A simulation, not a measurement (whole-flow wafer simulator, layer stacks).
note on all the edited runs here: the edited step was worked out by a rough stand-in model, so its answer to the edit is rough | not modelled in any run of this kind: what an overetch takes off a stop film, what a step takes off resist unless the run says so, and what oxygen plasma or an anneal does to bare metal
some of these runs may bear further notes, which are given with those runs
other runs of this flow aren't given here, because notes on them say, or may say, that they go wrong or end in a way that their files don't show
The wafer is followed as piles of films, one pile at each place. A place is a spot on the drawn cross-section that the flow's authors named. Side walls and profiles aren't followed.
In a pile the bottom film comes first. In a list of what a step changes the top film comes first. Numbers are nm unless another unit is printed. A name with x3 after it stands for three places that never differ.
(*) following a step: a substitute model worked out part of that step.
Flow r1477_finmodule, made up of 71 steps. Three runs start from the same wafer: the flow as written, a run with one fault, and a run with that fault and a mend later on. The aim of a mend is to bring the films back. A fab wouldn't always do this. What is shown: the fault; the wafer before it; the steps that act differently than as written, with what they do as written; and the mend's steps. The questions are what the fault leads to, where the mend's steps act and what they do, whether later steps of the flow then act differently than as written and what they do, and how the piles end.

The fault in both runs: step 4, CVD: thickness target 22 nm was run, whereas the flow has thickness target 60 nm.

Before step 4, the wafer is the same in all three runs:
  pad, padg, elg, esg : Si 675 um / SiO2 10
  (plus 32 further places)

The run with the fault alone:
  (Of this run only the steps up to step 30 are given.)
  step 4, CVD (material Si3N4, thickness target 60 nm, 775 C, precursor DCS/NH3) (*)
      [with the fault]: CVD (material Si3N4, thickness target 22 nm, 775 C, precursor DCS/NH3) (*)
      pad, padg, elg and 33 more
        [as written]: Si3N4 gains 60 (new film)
        [with the fault]: Si3N4 gains 22 (new film)
  Later steps of the flow up to step 30 that are run all act as written at every place that is followed.
  After step 30, at pad, padg, elg and 33 more, the piles differ from the flow's by more than 2% or 0.5 nm, whichever is larger.
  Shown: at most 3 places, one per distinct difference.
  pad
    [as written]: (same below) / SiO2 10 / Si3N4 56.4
    [with the fault]: (same below) / SiO2 10 / Si3N4 18.4
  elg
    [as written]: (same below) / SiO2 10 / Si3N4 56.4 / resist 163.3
    [with the fault]: (same below) / SiO2 10 / Si3N4 18.4 / resist 163.3
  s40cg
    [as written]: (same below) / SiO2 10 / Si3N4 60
    [with the fault]: (same below) / SiO2 10 / Si3N4 22

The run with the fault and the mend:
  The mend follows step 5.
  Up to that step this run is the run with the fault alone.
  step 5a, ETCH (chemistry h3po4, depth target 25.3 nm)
      pad, padg, elg and 33 more
        Si3N4 loses 22 (all of it)
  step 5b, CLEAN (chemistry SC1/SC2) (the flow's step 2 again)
      alters no film at any place that is followed
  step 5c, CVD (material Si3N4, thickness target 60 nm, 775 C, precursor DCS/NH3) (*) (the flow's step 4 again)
      pad, padg, elg and 33 more
        Si3N4 gains 60 (new film)
  Later steps of the flow that are run all act as written at every place that is followed.
  The piles end the same as the flow's at every place that both follow.
